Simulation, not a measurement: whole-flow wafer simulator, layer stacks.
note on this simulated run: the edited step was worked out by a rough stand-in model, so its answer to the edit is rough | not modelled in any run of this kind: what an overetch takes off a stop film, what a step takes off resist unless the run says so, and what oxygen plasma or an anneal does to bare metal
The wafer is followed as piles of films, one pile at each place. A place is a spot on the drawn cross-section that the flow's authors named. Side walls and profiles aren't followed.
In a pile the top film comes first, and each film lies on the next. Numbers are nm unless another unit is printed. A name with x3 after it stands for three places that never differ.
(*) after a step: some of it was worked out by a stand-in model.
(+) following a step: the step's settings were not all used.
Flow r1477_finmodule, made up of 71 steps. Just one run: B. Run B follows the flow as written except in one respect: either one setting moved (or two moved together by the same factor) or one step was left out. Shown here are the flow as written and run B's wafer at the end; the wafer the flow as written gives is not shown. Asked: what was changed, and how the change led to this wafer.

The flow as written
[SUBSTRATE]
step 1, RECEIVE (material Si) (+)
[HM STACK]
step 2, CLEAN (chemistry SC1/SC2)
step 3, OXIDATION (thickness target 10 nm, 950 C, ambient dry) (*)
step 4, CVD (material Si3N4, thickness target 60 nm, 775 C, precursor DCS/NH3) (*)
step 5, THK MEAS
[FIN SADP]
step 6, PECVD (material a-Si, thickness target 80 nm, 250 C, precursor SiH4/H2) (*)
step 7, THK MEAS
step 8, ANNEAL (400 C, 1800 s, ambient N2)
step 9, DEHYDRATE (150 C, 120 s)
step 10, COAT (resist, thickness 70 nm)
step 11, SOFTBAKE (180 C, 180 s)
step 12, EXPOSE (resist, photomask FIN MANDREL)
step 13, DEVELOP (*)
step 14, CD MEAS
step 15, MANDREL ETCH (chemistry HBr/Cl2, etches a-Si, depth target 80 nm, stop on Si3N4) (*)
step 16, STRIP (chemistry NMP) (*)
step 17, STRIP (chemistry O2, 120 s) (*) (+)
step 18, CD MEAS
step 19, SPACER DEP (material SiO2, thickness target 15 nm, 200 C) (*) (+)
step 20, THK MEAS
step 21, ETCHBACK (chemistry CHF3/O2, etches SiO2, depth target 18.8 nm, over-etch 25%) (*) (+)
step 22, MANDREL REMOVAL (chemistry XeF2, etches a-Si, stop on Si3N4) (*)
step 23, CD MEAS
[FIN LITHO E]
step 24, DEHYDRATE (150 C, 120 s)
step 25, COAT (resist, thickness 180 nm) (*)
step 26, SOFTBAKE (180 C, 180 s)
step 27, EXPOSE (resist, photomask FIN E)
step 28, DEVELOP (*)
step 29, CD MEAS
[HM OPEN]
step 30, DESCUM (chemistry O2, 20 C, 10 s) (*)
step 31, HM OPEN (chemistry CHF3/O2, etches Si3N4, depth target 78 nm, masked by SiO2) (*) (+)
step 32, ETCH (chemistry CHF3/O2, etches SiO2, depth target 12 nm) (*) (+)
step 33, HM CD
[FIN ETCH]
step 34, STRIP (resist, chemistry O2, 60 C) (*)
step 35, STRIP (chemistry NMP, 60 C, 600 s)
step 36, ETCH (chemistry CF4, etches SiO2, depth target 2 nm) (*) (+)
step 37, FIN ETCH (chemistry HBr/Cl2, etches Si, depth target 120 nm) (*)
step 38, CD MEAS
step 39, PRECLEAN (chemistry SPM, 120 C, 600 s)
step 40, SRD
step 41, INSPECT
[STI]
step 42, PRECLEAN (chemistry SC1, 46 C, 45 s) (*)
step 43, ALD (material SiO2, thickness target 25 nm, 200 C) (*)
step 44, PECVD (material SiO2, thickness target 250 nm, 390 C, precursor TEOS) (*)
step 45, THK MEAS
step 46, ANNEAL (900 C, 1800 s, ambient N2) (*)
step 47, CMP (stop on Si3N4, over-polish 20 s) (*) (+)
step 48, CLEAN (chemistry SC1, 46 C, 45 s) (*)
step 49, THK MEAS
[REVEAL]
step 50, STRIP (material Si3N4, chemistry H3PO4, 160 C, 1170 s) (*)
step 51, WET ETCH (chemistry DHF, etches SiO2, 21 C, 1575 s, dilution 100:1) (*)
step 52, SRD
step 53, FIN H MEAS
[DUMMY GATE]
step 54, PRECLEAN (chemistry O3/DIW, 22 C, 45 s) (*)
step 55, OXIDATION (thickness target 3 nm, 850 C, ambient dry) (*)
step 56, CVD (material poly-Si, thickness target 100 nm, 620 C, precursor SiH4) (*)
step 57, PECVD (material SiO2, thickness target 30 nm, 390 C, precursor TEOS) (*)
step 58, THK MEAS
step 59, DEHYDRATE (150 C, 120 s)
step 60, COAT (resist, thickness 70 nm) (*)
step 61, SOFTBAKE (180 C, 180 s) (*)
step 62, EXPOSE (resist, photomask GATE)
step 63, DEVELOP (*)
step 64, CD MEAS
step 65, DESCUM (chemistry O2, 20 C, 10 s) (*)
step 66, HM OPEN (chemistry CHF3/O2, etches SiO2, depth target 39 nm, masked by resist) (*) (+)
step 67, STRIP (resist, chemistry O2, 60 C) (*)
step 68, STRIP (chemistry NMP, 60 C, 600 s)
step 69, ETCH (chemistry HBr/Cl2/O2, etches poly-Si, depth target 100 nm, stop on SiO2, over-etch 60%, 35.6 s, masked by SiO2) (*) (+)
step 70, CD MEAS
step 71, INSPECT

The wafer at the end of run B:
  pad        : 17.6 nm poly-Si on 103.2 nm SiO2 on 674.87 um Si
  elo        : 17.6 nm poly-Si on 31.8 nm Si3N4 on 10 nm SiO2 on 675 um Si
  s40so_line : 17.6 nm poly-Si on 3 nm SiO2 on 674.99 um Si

Cause: step 69, ETCH: depth target 50 nm was run, while the flow as written has depth target 100 nm; step 69, ETCH: 17.8 s was run, where the flow has 35.6 s.

How this came from the change, step by step:
  step 69, ETCH (chemistry HBr/Cl2/O2, etches poly-Si, depth target 100 nm, stop on SiO2, over-etch 60%, 35.6 s, masked by SiO2) (*) (+)
      pad, eso, e40so and 8 more: -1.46 chemical SiO2 (all of it), -80 poly-Si (as written it would have been: -1.46 chemical SiO2 (all of it), -97.6 poly-Si (all of it), -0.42 SiO2)
      elo, e40lo, e100lo, e200lo: -1.46 chemical SiO2 (all of it), -80 poly-Si (as written it would have been: -1.46 chemical SiO2 (all of it), -97.6 poly-Si (all of it), -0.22 Si3N4)
      (and at 21 other places as well)
